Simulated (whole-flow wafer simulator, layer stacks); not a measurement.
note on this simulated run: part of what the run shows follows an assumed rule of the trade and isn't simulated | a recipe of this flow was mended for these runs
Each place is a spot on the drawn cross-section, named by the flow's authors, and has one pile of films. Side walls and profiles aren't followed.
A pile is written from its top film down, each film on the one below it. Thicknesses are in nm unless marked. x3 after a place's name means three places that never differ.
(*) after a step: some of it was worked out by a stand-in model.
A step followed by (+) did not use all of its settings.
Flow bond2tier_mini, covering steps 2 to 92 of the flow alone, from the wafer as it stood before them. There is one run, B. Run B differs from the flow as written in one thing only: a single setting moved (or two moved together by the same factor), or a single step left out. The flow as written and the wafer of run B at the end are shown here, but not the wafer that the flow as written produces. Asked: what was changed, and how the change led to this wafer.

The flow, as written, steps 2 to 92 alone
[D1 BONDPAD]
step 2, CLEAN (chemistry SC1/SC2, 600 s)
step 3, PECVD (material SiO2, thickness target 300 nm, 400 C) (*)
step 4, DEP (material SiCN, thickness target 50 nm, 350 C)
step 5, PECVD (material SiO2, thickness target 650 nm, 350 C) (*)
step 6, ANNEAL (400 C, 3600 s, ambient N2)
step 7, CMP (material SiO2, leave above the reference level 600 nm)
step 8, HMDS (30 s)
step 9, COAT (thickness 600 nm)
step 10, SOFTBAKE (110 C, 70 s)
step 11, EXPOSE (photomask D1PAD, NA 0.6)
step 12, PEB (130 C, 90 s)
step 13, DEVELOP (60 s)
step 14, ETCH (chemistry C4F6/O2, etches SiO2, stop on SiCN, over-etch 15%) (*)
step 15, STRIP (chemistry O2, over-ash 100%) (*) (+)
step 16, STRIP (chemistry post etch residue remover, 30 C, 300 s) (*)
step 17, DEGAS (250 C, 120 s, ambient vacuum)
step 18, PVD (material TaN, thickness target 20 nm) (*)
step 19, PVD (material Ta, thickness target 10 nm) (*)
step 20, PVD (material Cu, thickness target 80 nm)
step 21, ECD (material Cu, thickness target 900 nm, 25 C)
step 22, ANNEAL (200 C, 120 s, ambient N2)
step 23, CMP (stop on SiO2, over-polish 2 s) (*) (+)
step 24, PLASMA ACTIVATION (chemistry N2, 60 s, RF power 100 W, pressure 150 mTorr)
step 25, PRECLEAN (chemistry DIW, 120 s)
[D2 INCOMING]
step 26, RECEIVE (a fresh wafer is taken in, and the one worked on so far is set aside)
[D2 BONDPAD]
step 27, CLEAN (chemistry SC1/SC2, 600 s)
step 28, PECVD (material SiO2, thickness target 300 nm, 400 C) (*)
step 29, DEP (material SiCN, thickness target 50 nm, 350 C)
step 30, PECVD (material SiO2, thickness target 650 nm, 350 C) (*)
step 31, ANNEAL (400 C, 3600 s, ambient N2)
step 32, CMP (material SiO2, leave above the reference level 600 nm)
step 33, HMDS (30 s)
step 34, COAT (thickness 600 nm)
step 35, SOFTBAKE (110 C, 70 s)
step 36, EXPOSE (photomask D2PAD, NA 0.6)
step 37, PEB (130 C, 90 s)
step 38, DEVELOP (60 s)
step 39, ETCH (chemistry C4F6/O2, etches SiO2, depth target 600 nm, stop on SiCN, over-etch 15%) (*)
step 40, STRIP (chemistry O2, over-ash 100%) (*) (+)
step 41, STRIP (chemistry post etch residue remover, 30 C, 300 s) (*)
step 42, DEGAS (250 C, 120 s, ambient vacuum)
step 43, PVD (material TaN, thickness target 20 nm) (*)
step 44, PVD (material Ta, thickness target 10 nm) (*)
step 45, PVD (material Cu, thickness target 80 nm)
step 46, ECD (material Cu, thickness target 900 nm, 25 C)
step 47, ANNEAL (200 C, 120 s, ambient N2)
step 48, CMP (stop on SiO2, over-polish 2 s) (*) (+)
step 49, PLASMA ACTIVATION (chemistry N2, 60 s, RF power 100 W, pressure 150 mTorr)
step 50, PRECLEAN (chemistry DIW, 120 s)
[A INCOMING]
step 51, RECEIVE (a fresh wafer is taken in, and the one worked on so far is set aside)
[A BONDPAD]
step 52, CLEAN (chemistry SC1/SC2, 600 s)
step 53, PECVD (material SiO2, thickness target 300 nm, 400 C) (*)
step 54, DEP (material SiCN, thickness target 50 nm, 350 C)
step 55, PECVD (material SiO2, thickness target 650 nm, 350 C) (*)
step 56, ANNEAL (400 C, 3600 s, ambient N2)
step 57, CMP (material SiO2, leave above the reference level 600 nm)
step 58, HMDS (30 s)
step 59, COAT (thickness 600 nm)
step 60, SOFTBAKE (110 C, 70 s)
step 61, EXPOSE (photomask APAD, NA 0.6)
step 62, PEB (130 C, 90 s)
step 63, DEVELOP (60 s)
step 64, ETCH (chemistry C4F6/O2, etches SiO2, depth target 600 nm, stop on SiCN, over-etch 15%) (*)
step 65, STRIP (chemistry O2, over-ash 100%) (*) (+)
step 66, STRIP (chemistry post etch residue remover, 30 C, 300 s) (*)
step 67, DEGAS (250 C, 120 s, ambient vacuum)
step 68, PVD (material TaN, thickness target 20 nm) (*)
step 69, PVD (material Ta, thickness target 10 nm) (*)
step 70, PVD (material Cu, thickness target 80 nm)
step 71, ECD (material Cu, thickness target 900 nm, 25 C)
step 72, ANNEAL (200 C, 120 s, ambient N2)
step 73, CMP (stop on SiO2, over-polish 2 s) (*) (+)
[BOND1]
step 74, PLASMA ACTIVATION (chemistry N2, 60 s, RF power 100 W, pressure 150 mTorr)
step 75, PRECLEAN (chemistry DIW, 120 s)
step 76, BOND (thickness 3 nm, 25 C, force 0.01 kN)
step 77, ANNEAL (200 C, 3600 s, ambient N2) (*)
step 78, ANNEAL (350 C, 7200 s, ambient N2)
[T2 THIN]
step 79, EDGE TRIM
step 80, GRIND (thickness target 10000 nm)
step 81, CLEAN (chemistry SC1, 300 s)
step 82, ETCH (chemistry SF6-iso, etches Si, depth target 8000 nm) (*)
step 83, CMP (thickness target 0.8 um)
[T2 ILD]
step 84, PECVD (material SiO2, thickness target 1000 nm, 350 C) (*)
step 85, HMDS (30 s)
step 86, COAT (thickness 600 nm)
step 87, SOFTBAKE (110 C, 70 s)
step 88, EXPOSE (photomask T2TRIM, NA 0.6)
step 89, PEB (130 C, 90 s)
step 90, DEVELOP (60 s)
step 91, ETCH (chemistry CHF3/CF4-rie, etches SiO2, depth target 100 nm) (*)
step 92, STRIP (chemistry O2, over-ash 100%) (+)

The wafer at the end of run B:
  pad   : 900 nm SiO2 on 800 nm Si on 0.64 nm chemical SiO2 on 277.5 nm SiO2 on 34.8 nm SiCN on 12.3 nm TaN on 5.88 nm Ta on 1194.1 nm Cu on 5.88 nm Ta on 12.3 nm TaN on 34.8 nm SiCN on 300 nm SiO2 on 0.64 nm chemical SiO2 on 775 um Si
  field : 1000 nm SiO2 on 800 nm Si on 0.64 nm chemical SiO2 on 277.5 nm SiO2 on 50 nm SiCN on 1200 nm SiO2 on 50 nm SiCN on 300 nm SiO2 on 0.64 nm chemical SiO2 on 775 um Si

What caused this: step 3, PECVD: thickness target 277.5 nm was run, whereas the flow has thickness target 300 nm.
One can read it off the wafer: pad has SiO2 277.5, and step 3 as written asks for 300 nm.

How this came from the change, step by step:
  step 3, PECVD (material SiO2, thickness target 300 nm, 400 C) (*)
      field, pad, via: +277.5 SiO2 (new film) (as written it would have been: +300 SiO2 (new film))
  step 76, BOND (thickness 3 nm, 25 C, force 0.01 kN)
      field: +775 um Si (new film), +0.64 chemical SiO2 (new film), +277.5 SiO2 (new film), +50 SiCN (new film), +600 SiO2 (as written it would have been: +775 um Si (new film), +0.64 chemical SiO2 (new film), +300 SiO2 (new film), +50 SiCN (new film), +600 SiO2)
      pad: +775 um Si (new film), +0.64 chemical SiO2 (new film), +277.5 SiO2 (new film), +34.8 SiCN (new film), +12.3 TaN (new film), +5.88 Ta (new film), +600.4 Cu (as written it would have been: +775 um Si (new film), +0.64 chemical SiO2 (new film), +300 SiO2 (new film), +34.8 SiCN (new film), +12.3 TaN (new film), +5.88 Ta (new film), +600.4 Cu)
      (as well as at 1 more place)
